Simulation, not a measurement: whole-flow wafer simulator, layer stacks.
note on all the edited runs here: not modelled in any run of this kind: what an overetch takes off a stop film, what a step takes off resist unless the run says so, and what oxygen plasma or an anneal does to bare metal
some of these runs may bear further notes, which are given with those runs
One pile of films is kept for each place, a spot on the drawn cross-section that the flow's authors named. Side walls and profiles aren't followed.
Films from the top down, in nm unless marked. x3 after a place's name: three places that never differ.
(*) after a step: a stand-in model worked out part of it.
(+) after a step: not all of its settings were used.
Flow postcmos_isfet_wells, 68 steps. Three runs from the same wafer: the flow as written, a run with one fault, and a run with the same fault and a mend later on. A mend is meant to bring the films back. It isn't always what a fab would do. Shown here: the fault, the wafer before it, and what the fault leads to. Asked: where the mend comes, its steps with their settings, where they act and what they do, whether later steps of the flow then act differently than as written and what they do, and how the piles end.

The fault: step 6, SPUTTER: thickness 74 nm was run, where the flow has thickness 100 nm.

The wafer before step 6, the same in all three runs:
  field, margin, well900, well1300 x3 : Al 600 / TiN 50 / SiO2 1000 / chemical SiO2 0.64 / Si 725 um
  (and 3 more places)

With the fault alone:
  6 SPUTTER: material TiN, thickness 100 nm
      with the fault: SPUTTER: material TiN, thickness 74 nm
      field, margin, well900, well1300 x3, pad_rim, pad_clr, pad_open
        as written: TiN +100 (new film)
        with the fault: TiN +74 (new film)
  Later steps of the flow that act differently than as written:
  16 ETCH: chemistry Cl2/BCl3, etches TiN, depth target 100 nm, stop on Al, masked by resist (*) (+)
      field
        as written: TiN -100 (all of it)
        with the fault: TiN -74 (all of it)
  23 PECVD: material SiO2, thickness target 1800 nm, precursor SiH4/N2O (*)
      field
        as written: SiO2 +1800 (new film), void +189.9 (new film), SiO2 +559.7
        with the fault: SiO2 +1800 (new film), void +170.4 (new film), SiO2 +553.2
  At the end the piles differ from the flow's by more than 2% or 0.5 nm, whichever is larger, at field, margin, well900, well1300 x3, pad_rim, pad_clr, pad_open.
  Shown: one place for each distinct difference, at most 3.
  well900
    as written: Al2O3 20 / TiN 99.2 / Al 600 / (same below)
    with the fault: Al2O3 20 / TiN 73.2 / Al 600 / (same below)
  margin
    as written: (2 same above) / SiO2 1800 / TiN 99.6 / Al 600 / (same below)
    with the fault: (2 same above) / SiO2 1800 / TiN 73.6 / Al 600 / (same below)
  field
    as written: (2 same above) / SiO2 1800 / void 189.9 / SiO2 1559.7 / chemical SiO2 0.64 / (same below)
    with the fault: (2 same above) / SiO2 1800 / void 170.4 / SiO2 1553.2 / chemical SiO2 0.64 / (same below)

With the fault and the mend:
  The mend comes after step 6.
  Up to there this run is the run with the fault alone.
  6a SPUTTER: material TiN, thickness 26 nm (the flow's step 6 once more, with other settings)
      field, margin, well900, well1300 x3, pad_rim, pad_clr, pad_open
        TiN +26
  No later step of the flow acts differently than as written at any place that is followed.
  At the end the piles are the same as the flow's at every place that both follow.
